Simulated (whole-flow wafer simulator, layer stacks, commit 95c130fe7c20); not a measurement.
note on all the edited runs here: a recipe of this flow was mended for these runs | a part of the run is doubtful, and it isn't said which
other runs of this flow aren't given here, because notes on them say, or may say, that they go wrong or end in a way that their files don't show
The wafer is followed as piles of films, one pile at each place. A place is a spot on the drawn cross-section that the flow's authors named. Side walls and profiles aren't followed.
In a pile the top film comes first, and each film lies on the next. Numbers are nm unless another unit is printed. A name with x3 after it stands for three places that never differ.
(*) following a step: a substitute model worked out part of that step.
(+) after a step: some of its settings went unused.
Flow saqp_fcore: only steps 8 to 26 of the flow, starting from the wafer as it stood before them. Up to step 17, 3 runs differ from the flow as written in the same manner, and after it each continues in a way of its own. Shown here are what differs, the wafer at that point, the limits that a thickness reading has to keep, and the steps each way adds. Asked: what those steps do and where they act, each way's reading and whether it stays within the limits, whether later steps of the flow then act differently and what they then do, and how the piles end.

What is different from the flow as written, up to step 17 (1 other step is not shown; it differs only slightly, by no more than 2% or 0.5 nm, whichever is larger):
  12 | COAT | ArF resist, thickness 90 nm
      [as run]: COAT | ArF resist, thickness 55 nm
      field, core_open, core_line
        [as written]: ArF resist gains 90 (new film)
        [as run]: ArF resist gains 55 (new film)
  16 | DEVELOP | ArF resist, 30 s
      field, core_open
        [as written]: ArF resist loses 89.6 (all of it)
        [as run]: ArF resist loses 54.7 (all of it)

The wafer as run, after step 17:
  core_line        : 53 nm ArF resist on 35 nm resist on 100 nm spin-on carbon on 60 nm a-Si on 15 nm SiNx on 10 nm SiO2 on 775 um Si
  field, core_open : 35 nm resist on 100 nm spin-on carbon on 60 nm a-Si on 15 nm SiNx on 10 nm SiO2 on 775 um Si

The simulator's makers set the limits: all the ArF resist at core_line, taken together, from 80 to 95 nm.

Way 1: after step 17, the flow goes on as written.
  After step 17, the reading is 53 nm, outside the limits.
  Later steps of the flow acting differently than as written (1 other step is not shown; it differs only slightly, by no more than 2% or 0.5 nm, whichever is larger):
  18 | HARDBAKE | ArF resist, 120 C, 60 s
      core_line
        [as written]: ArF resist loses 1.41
        [this way]: ArF resist loses 0.85
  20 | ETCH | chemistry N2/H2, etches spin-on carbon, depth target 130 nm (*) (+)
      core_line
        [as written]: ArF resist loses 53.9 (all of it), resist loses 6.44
        [this way]: ArF resist loses 19.7 (all of it), resist loses 7.85
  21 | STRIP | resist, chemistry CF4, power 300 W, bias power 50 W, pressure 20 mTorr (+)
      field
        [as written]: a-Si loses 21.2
        [this way]: a-Si loses 20.2
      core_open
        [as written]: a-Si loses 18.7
        [this way]: a-Si loses 17.8
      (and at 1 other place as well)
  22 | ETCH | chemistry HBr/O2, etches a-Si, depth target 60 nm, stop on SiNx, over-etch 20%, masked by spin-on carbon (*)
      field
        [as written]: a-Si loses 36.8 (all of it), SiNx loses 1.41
        [this way]: a-Si loses 37.9 (all of it), SiNx loses 1.37
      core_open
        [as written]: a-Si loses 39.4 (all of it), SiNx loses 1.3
        [this way]: a-Si loses 40.3 (all of it), SiNx loses 1.27
  The piles end the same as the flow's at every place that both follow.

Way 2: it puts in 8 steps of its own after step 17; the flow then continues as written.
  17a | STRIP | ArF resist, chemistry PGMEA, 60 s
      core_line
        ArF resist loses 53 (all of it)
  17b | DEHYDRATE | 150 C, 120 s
      leaves every film unchanged at each place that is followed
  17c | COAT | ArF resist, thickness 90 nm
      field, core_open, core_line
        ArF resist gains 90 (new film)
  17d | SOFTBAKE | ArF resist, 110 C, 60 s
      leaves every film unchanged at each place that is followed
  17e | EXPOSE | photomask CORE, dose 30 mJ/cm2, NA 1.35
      leaves every film unchanged at each place that is followed
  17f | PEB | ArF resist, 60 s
      field, core_open, core_line
        ArF resist loses 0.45
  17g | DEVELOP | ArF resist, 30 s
      field, core_open
        ArF resist loses 89.6 (all of it)
      core_line
        ArF resist loses 1.7
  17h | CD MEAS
      leaves every film unchanged at each place that is followed
  After step 17h, the reading is 87.9 nm, within the limits.
  Later steps of the flow that are run all act as written at every place that is followed.
  The piles end the same as the flow's at every place that both follow.

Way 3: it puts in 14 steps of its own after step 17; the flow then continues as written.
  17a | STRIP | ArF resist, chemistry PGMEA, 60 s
      core_line
        ArF resist loses 53 (all of it)
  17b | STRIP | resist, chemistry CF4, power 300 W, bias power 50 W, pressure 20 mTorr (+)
      field, core_open, core_line
        resist loses 35 (all of it)
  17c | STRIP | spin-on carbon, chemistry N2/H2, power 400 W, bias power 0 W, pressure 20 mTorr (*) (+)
      field, core_open, core_line
        spin-on carbon loses 100 (all of it)
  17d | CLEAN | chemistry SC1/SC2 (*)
      field, core_open, core_line
        chemical SiO2 gains 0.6 (new film), a-Si loses 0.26
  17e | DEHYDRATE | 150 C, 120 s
      leaves every film unchanged at each place that is followed
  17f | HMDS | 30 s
      leaves every film unchanged at each place that is followed
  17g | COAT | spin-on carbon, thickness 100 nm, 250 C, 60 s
      field, core_open, core_line
        spin-on carbon gains 100 (new film)
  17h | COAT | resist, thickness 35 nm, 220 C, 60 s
      field, core_open, core_line
        resist gains 35 (new film)
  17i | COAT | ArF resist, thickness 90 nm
      field, core_open, core_line
        ArF resist gains 90 (new film)
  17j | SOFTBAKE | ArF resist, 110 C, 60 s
      leaves every film unchanged at each place that is followed
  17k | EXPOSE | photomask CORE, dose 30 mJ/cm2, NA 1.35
      leaves every film unchanged at each place that is followed
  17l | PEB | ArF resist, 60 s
      field, core_open, core_line
        ArF resist loses 0.45
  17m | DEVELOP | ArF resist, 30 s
      field, core_open
        ArF resist loses 89.6 (all of it)
      core_line
        ArF resist loses 1.7
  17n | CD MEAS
      leaves every film unchanged at each place that is followed
  After step 17n, the reading is 87.9 nm, within the limits.
  Later steps of the flow acting differently than as written (2 other steps are not shown; they differ only slightly, by no more than 2% or 0.5 nm, whichever is larger):
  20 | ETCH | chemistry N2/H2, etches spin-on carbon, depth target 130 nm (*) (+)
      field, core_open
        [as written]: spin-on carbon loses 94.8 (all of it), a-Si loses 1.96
        [this way]: spin-on carbon loses 94.8 (all of it), chemical SiO2 loses 0.6 (all of it), a-Si loses 1.36
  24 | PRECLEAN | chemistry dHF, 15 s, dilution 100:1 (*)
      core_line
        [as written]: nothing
        [this way]: chemical SiO2 loses 0.6 (all of it)
  When the end is reached, the piles differ only a little from the flow's at the places that both follow, at most by 2% or 0.5 nm, whichever is larger.

Keeping within the limits: way 2, way 3. Outside them: way 1.
